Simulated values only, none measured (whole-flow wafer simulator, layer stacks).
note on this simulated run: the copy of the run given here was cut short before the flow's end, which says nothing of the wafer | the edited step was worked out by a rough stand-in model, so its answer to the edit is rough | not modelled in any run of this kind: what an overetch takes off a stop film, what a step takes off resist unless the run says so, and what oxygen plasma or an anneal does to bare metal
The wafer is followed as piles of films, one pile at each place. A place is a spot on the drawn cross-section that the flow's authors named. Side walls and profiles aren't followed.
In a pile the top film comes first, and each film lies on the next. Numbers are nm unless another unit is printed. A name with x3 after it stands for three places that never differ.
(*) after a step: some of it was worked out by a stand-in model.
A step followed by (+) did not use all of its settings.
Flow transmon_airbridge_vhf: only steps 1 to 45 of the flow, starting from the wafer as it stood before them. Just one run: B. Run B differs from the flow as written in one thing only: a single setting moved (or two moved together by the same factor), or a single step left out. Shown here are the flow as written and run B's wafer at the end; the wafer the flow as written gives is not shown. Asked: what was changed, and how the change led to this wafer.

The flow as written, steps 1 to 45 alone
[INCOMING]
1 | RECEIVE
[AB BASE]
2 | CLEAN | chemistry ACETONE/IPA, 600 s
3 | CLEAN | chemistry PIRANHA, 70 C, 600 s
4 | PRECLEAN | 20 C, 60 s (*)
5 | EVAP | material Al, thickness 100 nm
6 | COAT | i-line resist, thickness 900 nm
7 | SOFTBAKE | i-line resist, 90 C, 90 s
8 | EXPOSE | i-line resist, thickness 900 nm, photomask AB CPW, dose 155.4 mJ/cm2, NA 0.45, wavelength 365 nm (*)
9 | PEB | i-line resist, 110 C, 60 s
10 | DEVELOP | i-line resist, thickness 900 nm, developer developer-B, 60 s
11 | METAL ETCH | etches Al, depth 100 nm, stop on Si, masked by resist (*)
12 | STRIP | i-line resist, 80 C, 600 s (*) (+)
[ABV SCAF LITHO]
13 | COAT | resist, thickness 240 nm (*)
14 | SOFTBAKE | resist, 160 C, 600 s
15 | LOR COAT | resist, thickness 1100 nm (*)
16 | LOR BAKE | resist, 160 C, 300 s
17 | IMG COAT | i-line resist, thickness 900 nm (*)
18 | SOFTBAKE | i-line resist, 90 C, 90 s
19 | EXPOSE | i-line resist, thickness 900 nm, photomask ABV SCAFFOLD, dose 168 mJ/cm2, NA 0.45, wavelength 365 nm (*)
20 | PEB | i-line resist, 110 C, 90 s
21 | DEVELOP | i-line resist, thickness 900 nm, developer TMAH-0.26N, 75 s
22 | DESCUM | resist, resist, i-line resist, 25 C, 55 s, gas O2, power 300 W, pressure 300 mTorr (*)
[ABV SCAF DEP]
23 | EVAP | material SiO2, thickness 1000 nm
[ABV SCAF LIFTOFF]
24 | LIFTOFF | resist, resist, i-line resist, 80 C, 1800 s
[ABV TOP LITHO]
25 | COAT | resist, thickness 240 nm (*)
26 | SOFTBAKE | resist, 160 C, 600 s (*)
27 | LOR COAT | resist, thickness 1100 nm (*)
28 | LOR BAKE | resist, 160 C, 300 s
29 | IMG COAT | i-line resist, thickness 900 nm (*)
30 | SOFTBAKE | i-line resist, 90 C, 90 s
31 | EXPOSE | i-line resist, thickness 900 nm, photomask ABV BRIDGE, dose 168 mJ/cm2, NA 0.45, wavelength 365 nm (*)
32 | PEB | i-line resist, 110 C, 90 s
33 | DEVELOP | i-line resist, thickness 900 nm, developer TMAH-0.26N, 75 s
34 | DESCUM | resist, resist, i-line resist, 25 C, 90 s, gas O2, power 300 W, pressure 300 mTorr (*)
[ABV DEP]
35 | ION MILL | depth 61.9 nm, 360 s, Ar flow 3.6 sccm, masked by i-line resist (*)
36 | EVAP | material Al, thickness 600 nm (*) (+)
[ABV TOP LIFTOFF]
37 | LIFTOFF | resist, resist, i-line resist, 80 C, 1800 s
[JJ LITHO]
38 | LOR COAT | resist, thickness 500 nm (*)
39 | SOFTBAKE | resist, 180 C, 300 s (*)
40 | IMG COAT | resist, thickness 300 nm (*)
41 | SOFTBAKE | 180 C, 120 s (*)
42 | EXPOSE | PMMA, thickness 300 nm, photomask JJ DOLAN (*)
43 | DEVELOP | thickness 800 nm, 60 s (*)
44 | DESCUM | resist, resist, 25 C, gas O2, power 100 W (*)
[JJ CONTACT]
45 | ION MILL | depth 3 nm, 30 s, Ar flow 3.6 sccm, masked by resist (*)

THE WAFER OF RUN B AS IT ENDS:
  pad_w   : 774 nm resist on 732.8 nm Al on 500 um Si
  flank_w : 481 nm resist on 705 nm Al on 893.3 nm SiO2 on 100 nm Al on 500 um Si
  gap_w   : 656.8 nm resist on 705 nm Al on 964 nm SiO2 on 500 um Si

The reason: step 36, EVAP: thickness 705 nm was run, whereas the flow has thickness 600 nm.
The wafer lets one read it off: flank_w has Al 705, and step 36 as written asks for 600 nm.

How this came from the change, step by step:
  36 | EVAP | material Al, thickness 600 nm (*) (+)
      field x3, jj_line, ground_far and 10 more: +705 Al (new film) (in the flow as written it would be: +600 Al (new film))
      pad_w, pad_e: +694.7 Al (in the flow as written it would be: +591.2 Al)
  37 | LIFTOFF | resist, resist, i-line resist, 80 C, 1800 s
      field x3, jj_line, trace_open_s x2: -705 Al (all of it), -600 i-line resist (all of it), -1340 resist (all of it) (in the flow as written it would be: -600 Al (all of it), -600 i-line resist (all of it), -1340 resist (all of it))
      margin_s, margin_n: -705 Al (all of it), -318.3 i-line resist (all of it), -992 resist (all of it) (in the flow as written it would be: -600 Al (all of it), -318.3 i-line resist (all of it), -992 resist (all of it))
      (as well as at 1 more place)
  38 | LOR COAT | resist, thickness 500 nm (*)
      bridge_strip: +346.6 resist (new film) (in the flow as written it would be: +356.4 resist (new film))
  40 | IMG COAT | resist, thickness 300 nm (*)
      bridge_strip: +190.8 resist (in the flow as written it would be: +197.1 resist)
